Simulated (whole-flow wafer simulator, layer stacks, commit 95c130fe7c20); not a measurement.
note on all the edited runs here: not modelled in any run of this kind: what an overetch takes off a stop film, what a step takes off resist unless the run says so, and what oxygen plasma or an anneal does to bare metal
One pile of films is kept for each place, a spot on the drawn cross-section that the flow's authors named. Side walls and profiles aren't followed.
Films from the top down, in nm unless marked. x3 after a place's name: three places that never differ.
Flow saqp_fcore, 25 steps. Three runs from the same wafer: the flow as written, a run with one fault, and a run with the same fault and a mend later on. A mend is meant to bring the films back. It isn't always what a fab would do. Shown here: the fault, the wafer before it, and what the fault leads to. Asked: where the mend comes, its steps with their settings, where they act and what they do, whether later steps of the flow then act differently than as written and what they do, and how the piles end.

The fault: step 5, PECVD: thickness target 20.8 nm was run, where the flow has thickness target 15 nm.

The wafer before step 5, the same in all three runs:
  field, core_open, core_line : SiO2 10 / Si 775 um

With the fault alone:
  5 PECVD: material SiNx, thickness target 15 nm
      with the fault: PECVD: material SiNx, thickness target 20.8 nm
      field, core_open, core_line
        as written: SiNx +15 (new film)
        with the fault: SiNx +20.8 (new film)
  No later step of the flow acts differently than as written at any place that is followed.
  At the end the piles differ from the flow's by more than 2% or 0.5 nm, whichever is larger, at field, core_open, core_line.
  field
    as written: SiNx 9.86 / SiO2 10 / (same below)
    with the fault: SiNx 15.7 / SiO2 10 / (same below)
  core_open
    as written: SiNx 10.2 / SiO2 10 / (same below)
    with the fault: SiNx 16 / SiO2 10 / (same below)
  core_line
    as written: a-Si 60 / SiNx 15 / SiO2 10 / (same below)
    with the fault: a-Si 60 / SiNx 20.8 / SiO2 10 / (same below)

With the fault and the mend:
  The mend comes after step 5.
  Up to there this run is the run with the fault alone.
  5a ETCH: chemistry h3po4, depth target 23.92 nm
      field, core_open, core_line
        SiNx -20.8 (all of it)
  5b PECVD: material SiNx, thickness target 15 nm (the flow's step 5 once more)
      field, core_open, core_line
        SiNx +15 (new film)
  No later step of the flow acts differently than as written at any place that is followed.
  At the end the piles are the same as the flow's at every place that both follow.
